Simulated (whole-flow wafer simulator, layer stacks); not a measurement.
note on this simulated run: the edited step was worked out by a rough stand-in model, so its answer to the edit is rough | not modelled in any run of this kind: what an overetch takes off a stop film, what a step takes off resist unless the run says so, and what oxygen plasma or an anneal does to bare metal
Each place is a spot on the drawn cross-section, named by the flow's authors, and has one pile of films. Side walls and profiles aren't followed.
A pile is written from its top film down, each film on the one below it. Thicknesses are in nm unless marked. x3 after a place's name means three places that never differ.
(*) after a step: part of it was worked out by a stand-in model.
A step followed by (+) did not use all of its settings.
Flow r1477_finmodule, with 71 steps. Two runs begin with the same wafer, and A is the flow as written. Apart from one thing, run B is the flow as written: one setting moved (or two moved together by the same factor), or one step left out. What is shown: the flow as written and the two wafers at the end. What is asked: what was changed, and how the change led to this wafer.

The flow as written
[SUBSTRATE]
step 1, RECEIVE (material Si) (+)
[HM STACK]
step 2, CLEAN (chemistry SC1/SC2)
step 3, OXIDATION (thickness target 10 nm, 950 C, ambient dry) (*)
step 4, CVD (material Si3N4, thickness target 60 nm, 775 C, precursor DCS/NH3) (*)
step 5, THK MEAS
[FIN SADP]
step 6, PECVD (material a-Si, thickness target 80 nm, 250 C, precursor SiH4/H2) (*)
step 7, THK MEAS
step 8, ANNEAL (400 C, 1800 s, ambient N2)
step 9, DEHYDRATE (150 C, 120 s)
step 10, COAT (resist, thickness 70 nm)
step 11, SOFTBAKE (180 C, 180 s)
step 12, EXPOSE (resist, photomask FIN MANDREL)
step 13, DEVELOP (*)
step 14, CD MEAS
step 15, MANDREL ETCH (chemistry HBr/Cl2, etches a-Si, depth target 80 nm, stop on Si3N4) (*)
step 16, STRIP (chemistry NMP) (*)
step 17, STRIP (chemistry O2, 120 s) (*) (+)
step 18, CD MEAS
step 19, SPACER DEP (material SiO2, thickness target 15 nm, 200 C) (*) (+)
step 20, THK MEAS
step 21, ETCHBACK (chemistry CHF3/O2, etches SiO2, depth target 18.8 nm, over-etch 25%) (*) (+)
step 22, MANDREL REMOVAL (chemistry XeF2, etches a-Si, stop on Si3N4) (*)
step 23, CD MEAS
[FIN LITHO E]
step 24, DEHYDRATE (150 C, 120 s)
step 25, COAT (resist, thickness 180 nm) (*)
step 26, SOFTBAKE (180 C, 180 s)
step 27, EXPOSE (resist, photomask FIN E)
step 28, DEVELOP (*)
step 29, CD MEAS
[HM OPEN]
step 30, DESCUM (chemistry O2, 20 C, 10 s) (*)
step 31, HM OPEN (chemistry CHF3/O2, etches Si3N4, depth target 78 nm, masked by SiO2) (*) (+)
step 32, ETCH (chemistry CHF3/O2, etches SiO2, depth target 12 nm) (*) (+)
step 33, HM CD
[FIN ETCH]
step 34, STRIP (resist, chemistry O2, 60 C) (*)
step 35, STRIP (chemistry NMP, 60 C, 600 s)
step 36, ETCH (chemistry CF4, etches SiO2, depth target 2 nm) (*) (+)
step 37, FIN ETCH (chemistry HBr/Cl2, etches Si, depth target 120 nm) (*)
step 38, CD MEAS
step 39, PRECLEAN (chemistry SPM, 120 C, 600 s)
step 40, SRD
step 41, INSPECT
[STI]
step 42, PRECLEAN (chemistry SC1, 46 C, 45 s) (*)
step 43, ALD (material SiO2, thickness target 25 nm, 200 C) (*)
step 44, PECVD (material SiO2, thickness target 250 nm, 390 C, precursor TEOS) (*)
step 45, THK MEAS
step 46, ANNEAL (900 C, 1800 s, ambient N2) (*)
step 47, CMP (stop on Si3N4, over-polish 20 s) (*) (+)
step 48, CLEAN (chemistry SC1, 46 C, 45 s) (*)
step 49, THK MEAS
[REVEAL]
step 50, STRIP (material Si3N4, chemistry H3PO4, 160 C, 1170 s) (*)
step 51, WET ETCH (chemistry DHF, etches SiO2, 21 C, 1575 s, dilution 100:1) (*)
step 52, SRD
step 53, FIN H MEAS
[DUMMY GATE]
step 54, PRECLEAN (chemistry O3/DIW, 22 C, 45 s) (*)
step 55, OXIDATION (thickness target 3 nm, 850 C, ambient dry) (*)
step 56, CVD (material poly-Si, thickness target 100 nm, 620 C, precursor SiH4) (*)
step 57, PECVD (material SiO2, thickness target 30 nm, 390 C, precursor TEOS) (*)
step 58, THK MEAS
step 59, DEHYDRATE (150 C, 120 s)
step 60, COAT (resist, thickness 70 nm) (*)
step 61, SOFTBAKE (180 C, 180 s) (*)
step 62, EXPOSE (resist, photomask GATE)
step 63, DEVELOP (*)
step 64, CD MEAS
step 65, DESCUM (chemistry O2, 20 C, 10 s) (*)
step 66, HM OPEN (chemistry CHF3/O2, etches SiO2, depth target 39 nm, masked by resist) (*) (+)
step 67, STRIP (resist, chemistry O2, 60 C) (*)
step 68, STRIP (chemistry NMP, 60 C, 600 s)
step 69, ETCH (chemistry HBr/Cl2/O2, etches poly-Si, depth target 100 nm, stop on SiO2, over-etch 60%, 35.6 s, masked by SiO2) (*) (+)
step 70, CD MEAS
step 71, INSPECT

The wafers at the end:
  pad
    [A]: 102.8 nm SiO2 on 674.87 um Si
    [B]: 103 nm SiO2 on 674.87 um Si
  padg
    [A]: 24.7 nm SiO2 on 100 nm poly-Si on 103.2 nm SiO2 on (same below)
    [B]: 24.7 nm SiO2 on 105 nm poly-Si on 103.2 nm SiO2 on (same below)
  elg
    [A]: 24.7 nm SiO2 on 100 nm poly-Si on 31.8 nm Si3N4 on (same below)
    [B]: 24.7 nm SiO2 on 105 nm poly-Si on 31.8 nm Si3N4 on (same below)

The reason: step 56, CVD: thickness target 105 nm was run, while the flow as written has thickness target 100 nm.
One can read it off the wafer: padg has poly-Si 105, and step 56 as written asks for 100 nm.

Step by step, how the change led to this:
  step 56, CVD (material poly-Si, thickness target 100 nm, 620 C, precursor SiH4) (*)
      pad, padg, elg and 26 more: A poly-Si gains 100 (new film) | B poly-Si gains 105 (new film)
      s40cg, s40co: A poly-Si gains 113.9 (new film) | B poly-Si gains 119 (new film)
      (and at 5 other places as well)
  step 69, ETCH (chemistry HBr/Cl2/O2, etches poly-Si, depth target 100 nm, stop on SiO2, over-etch 60%, 35.6 s, masked by SiO2) (*) (+)
      elo, e40lo, e100lo, e200lo: A chemical SiO2 loses 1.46 (all of it), poly-Si loses 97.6 (all of it), Si3N4 loses 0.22 | B chemical SiO2 loses 1.46 (all of it), poly-Si loses 102.6 (all of it)
      pad, eso, e40so and 8 more: A chemical SiO2 loses 1.46 (all of it), poly-Si loses 97.6 (all of it), SiO2 loses 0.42 | B chemical SiO2 loses 1.46 (all of it), poly-Si loses 102.6 (all of it), SiO2 loses 0.29
      (and at 3 other places as well)
